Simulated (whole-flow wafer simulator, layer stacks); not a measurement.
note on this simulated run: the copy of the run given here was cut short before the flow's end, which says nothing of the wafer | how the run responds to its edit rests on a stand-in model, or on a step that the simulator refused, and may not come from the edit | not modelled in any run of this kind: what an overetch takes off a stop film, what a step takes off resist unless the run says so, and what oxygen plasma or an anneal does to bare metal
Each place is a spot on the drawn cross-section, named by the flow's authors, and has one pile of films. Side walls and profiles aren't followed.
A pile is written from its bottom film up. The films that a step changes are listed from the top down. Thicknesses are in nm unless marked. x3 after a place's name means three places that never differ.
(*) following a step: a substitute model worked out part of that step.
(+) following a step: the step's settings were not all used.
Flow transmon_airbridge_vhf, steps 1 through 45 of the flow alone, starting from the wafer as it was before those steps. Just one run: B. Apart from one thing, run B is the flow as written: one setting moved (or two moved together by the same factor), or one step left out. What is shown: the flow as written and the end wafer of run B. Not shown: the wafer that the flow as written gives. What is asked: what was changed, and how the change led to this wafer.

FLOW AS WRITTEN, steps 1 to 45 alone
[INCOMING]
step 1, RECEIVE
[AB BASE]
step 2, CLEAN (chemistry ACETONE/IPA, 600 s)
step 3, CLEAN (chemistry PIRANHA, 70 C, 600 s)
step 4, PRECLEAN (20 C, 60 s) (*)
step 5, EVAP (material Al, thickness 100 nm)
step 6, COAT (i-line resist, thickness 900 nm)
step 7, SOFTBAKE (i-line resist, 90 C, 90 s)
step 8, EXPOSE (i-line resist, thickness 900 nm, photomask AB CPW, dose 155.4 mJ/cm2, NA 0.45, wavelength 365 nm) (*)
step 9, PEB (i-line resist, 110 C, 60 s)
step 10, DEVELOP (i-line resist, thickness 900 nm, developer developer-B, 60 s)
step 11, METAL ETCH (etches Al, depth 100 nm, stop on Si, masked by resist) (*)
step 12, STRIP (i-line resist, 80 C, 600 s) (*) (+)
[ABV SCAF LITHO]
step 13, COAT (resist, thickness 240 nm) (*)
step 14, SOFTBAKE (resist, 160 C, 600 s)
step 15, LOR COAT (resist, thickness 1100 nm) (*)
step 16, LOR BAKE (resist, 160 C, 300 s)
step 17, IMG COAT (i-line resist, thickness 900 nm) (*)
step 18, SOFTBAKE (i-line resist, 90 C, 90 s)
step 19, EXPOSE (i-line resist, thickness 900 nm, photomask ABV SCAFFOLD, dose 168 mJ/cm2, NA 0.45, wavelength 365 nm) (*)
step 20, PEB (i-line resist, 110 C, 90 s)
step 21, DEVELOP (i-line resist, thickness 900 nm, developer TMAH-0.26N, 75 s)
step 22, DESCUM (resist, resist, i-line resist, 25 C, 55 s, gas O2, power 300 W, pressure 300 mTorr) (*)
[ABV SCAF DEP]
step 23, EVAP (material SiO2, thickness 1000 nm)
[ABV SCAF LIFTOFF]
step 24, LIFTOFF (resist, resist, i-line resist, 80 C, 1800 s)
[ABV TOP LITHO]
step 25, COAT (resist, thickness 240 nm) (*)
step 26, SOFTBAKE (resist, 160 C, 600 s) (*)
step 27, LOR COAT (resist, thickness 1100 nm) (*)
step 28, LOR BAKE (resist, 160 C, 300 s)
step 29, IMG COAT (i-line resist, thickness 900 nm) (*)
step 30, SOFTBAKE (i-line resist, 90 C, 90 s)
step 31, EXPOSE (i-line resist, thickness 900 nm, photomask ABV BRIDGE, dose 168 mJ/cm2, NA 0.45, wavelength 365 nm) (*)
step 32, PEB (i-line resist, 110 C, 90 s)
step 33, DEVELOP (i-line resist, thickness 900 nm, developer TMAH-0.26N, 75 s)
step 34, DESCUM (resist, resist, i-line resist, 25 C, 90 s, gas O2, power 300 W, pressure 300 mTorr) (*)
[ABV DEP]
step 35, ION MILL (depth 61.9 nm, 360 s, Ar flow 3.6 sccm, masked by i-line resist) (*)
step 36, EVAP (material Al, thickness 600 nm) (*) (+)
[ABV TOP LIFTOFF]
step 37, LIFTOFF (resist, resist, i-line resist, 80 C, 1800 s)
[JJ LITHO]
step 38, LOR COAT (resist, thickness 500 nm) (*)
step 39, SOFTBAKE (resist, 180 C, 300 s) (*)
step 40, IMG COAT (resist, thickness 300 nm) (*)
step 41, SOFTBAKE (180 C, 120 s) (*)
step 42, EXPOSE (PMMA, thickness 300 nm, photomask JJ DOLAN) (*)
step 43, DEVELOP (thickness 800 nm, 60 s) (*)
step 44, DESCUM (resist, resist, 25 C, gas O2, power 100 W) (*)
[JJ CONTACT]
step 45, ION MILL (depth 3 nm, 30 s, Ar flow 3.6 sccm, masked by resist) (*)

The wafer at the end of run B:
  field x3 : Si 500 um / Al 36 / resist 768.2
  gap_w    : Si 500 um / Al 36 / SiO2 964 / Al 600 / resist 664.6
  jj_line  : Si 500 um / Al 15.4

What caused this: step 5, EVAP: thickness 136 nm was run, whereas the flow has thickness 100 nm.

How this came from the change, step by step:
  step 5, EVAP (material Al, thickness 100 nm)
      field x3, jj_line, ground_far and 12 more: +136 Al (new film) (as written it would have been: +100 Al (new film))
  step 11, METAL ETCH (etches Al, depth 100 nm, stop on Si, masked by resist) (*)
      field x3, jj_line, gap_w, gap_e: -100 Al (as written it would have been: -100 Al (all of it))
  step 45, ION MILL (depth 3 nm, 30 s, Ar flow 3.6 sccm, masked by resist) (*)
      jj_line: -20.6 Al (as written it would have been: -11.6 Si)
Taking metal films that touch as one body, field x3 has 1 body; the flow as written gives 0 bodies.
Taking metal films that touch as one body, gap_w has 2 bodies (between them, from the top down: SiO2 964); the flow as written gives 1 body.
Taking metal films that touch as one body, jj_line has 1 body; the flow as written gives 0 bodies.
